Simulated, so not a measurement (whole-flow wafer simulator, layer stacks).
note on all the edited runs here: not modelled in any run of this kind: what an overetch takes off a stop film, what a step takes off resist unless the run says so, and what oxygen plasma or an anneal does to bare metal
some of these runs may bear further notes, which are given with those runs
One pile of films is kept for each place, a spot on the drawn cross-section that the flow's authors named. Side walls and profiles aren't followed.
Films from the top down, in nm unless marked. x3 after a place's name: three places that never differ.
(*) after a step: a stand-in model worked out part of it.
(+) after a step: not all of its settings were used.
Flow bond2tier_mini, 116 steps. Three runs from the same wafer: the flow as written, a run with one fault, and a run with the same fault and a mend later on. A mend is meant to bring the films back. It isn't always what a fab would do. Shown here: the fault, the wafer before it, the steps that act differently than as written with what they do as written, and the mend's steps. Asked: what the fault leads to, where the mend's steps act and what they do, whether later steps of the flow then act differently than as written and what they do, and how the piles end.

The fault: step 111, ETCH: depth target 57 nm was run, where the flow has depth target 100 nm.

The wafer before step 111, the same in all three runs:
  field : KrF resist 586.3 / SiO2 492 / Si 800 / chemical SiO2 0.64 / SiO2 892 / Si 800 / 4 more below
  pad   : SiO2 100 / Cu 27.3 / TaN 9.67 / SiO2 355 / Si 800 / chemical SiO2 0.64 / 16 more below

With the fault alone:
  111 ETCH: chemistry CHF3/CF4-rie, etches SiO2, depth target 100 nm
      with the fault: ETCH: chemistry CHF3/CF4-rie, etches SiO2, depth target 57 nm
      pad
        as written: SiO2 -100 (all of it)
        with the fault: SiO2 -57
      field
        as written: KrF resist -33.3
        with the fault: KrF resist -19
  Later steps of the flow that act differently than as written (1 more step differs only slightly, by at most 2% or 0.5 nm, whichever is larger, and isn't shown):
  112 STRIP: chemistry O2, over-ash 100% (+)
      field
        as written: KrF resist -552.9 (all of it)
        with the fault: KrF resist -567.3 (all of it)
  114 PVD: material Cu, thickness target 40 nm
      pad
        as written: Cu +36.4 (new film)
        with the fault: Cu +37.9 (new film)
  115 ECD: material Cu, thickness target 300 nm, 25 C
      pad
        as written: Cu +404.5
        with the fault: Cu +359.6
  At the end the piles differ from the flow's by more than 2% or 0.5 nm, whichever is larger, at pad.
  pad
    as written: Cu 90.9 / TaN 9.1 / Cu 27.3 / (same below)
    with the fault: Cu 47.5 / TaN 9.48 / SiO2 43 / Cu 27.3 / (same below)

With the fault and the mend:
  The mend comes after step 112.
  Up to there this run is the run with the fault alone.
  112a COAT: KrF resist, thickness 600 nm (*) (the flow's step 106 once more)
      field
        KrF resist +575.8 (new film)
      pad
        KrF resist +625.2 (new film)
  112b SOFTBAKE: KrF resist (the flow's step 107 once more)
      changes no film at any place that is followed
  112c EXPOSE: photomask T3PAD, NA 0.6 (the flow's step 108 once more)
      changes no film at any place that is followed
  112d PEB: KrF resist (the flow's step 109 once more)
      changes no film at any place that is followed
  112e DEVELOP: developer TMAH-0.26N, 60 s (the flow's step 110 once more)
      field
        KrF resist -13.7
      pad
        KrF resist -625.2 (all of it)
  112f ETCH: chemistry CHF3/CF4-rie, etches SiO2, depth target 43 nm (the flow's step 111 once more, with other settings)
      field
        KrF resist -14.3
      pad
        SiO2 -43 (all of it)
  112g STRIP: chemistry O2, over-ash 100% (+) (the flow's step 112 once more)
      field
        KrF resist -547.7 (all of it)
  No later step of the flow acts differently than as written at any place that is followed.
  At the end the piles are the same as the flow's at every place that both follow.
